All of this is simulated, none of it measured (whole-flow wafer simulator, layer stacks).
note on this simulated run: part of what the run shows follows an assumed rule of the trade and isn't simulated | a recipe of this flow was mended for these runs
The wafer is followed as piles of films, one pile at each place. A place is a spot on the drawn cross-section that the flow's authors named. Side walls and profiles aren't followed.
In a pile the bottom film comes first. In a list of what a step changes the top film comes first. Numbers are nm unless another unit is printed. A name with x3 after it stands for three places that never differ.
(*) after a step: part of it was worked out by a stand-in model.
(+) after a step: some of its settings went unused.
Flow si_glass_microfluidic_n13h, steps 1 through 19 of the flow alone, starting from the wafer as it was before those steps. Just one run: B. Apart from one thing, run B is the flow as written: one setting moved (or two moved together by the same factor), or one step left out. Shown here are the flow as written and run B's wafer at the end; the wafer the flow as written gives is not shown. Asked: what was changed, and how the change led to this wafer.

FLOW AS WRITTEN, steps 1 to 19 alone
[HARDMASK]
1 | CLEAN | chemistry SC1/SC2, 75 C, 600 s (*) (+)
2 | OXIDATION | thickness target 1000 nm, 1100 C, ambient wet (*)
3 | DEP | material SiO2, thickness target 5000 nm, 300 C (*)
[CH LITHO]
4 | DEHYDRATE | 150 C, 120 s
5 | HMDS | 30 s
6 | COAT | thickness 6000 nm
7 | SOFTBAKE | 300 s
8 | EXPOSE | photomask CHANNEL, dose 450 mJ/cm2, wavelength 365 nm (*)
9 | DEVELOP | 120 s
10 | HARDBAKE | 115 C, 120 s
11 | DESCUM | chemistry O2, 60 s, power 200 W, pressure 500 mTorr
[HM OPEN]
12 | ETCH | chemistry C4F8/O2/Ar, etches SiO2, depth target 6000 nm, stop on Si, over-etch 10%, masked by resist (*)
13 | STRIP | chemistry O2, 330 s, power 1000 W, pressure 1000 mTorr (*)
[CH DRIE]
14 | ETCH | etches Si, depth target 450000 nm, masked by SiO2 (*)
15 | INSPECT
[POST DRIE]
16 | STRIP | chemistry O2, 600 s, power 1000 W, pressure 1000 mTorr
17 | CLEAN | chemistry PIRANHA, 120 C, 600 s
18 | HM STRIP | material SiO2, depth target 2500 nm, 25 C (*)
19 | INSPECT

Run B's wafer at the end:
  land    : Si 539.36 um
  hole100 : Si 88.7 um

Cause: step 2, OXIDATION: thickness target 1450 nm was run, while the flow as written has thickness target 1000 nm.

The path from the change to this, step by step:
  2 | OXIDATION | thickness target 1000 nm, 1100 C, ambient wet (*)
      land, hole100: SiO2 gains 1450 (new film), chemical SiO2 loses 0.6 (all of it), Si loses 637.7 (in the flow as written it would be: SiO2 gains 1000 (new film), chemical SiO2 loses 0.6 (all of it), Si loses 439.7)
  12 | ETCH | chemistry C4F8/O2/Ar, etches SiO2, depth target 6000 nm, stop on Si, over-etch 10%, masked by resist (*)
      hole100: SiO2 loses 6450 (all of it), Si loses 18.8 (in the flow as written it would be: SiO2 loses 6000 (all of it), Si loses 75)
  18 | HM STRIP | material SiO2, depth target 2500 nm, 25 C (*)
      land: SiO2 loses 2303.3 (all of it) (in the flow as written it would be: SiO2 loses 1854.4 (all of it))
